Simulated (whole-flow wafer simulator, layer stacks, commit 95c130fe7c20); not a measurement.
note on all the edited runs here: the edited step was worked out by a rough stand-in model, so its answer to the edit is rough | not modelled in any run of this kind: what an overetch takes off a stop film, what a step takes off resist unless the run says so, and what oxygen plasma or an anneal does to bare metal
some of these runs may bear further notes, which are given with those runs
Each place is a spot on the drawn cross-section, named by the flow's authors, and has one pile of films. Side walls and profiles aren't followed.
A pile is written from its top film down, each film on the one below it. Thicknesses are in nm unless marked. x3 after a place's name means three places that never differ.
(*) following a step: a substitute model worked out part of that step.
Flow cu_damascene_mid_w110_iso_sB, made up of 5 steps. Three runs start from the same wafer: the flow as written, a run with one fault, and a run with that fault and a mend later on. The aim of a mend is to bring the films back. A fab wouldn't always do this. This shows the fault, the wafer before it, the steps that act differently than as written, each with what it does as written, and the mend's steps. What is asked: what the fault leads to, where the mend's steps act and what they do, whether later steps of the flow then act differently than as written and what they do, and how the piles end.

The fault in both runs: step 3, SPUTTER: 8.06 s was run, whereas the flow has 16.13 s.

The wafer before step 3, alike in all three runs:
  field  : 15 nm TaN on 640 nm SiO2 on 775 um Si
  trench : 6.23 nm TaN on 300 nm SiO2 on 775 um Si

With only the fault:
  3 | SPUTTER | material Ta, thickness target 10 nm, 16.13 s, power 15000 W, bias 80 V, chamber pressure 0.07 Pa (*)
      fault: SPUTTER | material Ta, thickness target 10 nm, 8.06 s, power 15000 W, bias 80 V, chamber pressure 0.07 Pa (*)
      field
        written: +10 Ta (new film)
        fault: +5 Ta (new film)
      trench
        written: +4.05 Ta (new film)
        fault: +2.02 Ta (new film)
  Every later step of the flow that is run acts as written, at every place that is followed, to within 2% or 0.5 nm, whichever is larger.
  The piles end different from the flow's at field, trench by more than 2% or 0.5 nm, whichever is larger.
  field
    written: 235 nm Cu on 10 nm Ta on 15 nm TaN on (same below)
    fault: 235 nm Cu on 5 nm Ta on 15 nm TaN on (same below)
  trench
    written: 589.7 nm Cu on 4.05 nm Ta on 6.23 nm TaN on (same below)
    fault: 586.7 nm Cu on 2.02 nm Ta on 6.23 nm TaN on (same below)

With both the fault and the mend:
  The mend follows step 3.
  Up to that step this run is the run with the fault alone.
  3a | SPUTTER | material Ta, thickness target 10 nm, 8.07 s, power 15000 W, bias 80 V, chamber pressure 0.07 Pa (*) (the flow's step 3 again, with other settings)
      field
        +5 Ta
      trench
        +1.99 Ta
  Every later step of the flow that is run acts as written at every place that is followed.
  At the end the piles are close to the flow's at the places that both follow, differing by at most 2% or 0.5 nm, whichever is larger.
